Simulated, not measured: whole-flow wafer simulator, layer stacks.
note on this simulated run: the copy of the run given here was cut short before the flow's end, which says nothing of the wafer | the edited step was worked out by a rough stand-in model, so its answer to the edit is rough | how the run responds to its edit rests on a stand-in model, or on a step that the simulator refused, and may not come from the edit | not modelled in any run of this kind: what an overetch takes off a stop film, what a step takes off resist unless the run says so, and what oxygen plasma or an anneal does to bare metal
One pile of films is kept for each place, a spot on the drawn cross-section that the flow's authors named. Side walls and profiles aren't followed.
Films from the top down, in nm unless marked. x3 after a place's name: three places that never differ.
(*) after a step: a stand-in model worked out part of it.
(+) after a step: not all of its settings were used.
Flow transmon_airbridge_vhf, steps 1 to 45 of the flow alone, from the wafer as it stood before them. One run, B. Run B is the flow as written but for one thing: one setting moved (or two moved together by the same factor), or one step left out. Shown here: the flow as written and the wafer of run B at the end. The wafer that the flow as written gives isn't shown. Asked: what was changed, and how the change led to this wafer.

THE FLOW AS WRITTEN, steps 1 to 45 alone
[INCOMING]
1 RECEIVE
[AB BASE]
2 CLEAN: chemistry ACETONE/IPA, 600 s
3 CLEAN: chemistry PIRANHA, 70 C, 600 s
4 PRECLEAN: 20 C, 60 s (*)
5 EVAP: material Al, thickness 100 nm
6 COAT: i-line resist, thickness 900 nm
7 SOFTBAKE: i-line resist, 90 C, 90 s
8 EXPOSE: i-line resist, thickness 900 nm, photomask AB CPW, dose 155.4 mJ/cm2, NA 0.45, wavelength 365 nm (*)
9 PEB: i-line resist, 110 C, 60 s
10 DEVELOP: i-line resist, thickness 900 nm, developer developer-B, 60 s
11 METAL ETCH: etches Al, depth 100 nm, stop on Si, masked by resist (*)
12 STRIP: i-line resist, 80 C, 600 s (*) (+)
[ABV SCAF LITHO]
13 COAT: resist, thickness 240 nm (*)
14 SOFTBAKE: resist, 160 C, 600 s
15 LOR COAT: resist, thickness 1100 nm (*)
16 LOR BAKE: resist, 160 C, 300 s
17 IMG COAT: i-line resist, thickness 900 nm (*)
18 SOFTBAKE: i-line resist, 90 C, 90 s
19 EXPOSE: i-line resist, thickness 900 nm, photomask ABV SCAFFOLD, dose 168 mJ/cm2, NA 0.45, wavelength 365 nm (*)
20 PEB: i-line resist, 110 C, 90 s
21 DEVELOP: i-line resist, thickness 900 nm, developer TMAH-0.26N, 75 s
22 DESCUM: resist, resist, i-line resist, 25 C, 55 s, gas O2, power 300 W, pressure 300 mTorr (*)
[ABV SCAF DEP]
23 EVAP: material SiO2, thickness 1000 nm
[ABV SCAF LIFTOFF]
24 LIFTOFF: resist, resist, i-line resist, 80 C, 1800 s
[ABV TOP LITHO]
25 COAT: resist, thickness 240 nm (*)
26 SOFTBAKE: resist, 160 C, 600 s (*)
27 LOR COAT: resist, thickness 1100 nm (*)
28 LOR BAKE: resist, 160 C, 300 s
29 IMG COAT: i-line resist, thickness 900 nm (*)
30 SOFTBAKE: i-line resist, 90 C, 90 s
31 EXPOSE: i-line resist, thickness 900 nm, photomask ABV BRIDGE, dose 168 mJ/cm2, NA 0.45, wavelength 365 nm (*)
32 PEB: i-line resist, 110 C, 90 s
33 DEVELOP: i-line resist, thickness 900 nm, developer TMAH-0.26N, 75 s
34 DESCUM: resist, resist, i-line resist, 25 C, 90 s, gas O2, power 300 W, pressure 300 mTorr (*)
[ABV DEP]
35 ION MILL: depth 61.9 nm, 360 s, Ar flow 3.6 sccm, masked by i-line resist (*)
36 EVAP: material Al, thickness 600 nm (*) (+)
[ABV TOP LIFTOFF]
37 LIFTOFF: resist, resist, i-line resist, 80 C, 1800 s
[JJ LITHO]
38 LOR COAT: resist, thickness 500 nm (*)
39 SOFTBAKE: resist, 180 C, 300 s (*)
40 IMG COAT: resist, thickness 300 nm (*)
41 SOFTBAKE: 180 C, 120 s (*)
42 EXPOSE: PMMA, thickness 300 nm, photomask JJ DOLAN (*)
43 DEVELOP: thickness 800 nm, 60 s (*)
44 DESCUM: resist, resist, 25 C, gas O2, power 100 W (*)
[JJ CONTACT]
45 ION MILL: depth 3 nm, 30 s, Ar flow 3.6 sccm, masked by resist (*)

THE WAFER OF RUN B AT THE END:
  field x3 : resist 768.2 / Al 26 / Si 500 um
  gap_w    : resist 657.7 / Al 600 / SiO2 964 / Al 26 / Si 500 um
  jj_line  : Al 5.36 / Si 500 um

The cause: step 11, METAL ETCH: depth 74 nm was run, where the flow has depth 100 nm.

How the change led to this, step by step:
  11 METAL ETCH: etches Al, depth 100 nm, stop on Si, masked by resist (*)
      field x3, jj_line, gap_w, gap_e: Al -74 (as written it would be: Al -100 (all of it))
      ground_far, pad_w, flank_w and 8 more: i-line resist -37 (as written it would be: i-line resist -50)
  45 ION MILL: depth 3 nm, 30 s, Ar flow 3.6 sccm, masked by resist (*)
      jj_line: Al -20.6 (as written it would be: Si -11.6)
Counting metal films that touch as one body, field x3 has 1 body; the flow as written gives 0 bodies.
Counting metal films that touch as one body, gap_w has 2 bodies (between them, from the top down: SiO2 964); the flow as written gives 1 body.
Counting metal films that touch as one body, jj_line has 1 body; the flow as written gives 0 bodies.
